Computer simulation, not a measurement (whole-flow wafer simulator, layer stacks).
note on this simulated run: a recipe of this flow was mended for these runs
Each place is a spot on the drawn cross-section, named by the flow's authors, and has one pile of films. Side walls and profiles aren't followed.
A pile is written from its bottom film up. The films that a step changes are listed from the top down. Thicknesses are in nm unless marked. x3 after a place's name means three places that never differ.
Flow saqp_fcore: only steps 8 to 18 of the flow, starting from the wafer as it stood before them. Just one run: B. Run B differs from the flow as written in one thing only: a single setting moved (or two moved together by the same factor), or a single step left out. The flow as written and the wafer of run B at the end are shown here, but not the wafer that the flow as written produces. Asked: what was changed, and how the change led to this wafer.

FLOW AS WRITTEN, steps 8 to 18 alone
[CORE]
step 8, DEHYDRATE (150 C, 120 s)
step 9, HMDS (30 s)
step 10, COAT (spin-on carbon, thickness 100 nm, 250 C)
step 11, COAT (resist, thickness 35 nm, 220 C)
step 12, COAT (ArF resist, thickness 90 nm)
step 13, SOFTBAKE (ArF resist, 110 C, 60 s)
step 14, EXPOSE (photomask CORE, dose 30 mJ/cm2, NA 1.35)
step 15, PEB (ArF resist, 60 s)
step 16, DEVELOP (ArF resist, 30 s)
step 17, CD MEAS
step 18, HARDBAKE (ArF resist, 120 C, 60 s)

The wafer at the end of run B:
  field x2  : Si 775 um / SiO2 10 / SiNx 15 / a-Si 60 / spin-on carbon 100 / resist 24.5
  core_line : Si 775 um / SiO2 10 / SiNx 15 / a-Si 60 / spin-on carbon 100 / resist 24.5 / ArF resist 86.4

What caused this: step 11, COAT: thickness 24.5 nm was run, while the flow as written has thickness 35 nm.
The wafer itself shows it: field x2 has resist 24.5, and step 11 as written asks for 35 nm.

The path from the change to this, step by step:
  step 11, COAT (resist, thickness 35 nm, 220 C)
      field x2, core_line: resist gains 24.5 (new film) (it would be, as written: resist gains 35 (new film))
